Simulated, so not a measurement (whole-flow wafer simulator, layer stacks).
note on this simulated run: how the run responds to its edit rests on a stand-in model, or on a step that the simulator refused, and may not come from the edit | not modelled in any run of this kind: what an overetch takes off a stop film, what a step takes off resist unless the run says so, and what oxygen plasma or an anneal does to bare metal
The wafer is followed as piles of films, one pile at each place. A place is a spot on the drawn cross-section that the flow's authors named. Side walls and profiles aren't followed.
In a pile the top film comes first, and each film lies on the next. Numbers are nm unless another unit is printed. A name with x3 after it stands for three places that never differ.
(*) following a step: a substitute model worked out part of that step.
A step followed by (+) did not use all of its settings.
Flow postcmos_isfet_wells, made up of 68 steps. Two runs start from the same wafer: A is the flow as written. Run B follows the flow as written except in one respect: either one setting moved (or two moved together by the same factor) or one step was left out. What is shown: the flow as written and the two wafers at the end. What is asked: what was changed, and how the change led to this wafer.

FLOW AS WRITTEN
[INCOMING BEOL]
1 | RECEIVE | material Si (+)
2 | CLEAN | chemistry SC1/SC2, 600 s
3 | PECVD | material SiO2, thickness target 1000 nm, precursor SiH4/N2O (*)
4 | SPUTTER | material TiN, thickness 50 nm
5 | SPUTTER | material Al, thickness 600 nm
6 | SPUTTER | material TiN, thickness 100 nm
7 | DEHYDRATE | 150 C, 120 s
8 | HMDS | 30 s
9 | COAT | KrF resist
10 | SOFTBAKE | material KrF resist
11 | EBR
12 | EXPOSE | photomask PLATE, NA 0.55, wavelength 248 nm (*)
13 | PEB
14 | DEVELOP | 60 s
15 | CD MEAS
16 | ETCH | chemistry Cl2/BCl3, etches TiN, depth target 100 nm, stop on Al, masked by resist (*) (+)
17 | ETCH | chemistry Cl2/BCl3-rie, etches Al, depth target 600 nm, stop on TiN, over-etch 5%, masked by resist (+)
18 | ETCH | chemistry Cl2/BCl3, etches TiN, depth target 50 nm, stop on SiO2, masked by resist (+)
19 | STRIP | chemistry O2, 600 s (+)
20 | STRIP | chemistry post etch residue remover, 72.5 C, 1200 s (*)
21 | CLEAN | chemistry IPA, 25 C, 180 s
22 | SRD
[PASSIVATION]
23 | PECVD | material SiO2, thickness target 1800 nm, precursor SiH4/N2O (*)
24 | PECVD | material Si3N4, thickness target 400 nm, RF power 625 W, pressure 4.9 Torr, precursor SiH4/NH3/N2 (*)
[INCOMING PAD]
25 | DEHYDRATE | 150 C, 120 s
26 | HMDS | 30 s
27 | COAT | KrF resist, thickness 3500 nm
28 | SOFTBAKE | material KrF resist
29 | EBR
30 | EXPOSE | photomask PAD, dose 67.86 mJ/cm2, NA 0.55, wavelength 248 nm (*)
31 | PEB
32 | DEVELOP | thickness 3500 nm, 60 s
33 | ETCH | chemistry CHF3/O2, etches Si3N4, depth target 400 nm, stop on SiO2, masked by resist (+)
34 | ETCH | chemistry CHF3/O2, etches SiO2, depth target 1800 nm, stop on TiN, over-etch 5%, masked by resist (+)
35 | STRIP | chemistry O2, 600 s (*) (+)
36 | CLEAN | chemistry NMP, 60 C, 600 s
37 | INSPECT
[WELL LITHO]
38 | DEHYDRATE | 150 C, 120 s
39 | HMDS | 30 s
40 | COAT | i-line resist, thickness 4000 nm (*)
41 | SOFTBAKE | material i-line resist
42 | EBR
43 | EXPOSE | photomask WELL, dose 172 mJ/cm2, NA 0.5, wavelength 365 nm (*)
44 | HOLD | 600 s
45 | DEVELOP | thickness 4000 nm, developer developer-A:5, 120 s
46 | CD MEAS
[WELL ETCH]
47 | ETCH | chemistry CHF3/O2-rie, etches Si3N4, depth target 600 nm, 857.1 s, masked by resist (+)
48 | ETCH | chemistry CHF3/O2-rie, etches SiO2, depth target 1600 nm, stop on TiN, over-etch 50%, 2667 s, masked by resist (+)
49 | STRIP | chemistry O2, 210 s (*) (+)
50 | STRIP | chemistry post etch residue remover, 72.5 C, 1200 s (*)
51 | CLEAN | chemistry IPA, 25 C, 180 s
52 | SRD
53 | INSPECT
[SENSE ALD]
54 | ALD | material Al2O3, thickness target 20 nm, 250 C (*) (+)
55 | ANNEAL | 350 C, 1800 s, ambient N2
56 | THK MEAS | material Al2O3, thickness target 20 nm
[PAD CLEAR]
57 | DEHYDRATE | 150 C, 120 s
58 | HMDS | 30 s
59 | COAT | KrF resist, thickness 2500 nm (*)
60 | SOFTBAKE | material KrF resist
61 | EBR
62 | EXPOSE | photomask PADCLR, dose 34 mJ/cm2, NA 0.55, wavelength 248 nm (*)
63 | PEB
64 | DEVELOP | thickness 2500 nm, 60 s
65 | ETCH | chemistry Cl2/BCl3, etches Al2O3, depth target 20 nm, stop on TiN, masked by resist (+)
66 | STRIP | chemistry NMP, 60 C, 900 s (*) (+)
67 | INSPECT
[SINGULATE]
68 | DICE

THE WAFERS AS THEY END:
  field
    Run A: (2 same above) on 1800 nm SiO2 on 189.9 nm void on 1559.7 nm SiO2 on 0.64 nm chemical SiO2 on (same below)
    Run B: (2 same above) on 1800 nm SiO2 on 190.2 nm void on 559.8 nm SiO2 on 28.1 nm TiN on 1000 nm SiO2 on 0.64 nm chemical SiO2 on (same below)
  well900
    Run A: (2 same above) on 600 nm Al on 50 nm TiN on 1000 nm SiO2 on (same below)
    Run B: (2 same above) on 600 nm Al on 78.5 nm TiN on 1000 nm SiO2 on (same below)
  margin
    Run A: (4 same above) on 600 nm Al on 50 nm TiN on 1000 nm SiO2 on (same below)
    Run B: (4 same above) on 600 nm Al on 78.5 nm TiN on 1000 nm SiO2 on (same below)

Cause: step 4, SPUTTER: thickness 78.5 nm was run, though the flow has thickness 50 nm.
The wafer lets one read it off: well900 has TiN 78.5, and step 4 as written asks for 50 nm.

How this came from the change, step by step:
  4 | SPUTTER | material TiN, thickness 50 nm
      field, margin, well900, well1300 x3, pad_rim, pad_clr, pad_open: A +50 TiN (new film) | B +78.5 TiN (new film)
  18 | ETCH | chemistry Cl2/BCl3, etches TiN, depth target 50 nm, stop on SiO2, masked by resist (+)
      field: A -50 TiN (all of it) | B -50 TiN
  23 | PECVD | material SiO2, thickness target 1800 nm, precursor SiH4/N2O (*)
      field: A +1800 SiO2 (new film), +189.9 void (new film), +559.7 SiO2 | B +1800 SiO2 (new film), +190.2 void (new film), +559.8 SiO2 (new film)
With metal films that touch counted as one body, field has 1 body; the flow as written gives 0 bodies.
